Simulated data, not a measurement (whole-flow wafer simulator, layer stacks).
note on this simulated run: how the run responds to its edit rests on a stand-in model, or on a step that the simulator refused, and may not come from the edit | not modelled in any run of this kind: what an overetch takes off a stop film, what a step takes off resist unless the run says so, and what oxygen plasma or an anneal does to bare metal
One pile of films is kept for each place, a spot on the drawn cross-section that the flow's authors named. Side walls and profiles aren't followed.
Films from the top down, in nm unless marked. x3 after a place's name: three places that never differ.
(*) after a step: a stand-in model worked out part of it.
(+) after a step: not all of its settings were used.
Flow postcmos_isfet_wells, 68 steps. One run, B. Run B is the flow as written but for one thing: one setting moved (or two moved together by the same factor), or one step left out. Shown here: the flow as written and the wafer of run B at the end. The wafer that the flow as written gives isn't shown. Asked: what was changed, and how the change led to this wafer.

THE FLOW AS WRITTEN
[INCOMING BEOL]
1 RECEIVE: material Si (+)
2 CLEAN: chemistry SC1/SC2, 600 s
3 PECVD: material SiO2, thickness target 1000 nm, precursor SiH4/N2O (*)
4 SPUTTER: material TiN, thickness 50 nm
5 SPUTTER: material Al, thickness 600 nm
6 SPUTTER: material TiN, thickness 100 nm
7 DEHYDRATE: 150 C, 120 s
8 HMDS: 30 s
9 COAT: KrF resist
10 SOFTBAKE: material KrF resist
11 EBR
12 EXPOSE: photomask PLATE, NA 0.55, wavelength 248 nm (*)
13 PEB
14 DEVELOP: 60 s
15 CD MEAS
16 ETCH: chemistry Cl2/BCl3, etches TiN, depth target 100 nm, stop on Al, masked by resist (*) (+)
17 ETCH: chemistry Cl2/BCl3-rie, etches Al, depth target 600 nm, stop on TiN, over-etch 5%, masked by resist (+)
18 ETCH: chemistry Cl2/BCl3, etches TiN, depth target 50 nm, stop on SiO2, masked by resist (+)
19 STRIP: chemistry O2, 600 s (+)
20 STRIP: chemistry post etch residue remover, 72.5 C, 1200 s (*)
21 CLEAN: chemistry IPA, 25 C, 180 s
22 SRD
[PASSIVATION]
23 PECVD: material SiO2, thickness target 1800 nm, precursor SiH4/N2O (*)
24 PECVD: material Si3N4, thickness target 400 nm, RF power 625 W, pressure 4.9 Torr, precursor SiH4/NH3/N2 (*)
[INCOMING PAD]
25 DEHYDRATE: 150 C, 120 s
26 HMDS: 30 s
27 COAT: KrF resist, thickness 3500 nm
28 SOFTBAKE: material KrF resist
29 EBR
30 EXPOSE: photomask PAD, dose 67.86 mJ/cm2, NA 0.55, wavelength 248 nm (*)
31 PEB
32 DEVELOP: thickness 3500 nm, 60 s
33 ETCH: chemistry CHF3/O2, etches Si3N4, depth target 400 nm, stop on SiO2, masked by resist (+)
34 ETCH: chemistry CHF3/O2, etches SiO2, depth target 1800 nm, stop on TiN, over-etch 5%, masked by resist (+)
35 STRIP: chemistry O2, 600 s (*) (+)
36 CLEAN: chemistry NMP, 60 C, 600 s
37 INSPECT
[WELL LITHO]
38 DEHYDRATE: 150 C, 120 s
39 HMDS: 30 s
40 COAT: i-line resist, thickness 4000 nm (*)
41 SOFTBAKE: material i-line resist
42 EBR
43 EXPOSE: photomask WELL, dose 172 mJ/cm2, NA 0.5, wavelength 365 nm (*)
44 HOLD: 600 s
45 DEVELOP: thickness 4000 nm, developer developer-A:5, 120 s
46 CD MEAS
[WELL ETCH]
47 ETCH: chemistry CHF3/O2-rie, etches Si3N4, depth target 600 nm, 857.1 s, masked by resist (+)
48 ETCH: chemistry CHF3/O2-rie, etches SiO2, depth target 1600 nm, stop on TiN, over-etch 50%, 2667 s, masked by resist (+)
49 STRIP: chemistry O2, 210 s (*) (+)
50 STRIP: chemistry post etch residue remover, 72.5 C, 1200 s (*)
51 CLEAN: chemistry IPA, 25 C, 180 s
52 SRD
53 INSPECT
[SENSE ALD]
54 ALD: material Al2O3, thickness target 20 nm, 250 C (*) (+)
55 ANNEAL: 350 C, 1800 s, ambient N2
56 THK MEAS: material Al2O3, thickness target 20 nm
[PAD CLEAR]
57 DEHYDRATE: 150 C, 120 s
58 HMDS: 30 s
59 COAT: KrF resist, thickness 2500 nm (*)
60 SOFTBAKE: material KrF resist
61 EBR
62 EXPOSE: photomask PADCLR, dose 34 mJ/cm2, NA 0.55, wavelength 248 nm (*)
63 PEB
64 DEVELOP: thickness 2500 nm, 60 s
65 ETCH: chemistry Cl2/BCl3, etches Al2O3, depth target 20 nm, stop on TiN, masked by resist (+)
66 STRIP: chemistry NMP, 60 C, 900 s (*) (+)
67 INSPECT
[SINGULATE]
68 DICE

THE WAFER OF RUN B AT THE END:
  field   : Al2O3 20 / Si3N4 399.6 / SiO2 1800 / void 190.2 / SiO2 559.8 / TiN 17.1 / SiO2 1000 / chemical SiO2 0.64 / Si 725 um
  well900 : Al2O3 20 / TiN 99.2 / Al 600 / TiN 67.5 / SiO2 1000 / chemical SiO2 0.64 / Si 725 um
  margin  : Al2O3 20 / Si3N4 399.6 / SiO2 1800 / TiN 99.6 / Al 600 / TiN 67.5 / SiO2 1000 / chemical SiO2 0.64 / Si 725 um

The cause: step 4, SPUTTER: thickness 67.5 nm was run, where the flow has thickness 50 nm.
It can be read off the wafer: well900 has TiN 67.5, and step 4 as written asks for 50 nm.

How the change led to this, step by step:
  4 SPUTTER: material TiN, thickness 50 nm
      field, margin, well900, well1300 x3, pad_rim, pad_clr, pad_open: TiN +67.5 (new film) (as written it would be: TiN +50 (new film))
  18 ETCH: chemistry Cl2/BCl3, etches TiN, depth target 50 nm, stop on SiO2, masked by resist (+)
      field: TiN -50 (as written it would be: TiN -50 (all of it))
  23 PECVD: material SiO2, thickness target 1800 nm, precursor SiH4/N2O (*)
      field: SiO2 +1800 (new film), void +190.2 (new film), SiO2 +559.8 (new film) (as written it would be: SiO2 +1800 (new film), void +189.9 (new film), SiO2 +559.7)
Counting metal films that touch as one body, field has 1 body; the flow as written gives 0 bodies.
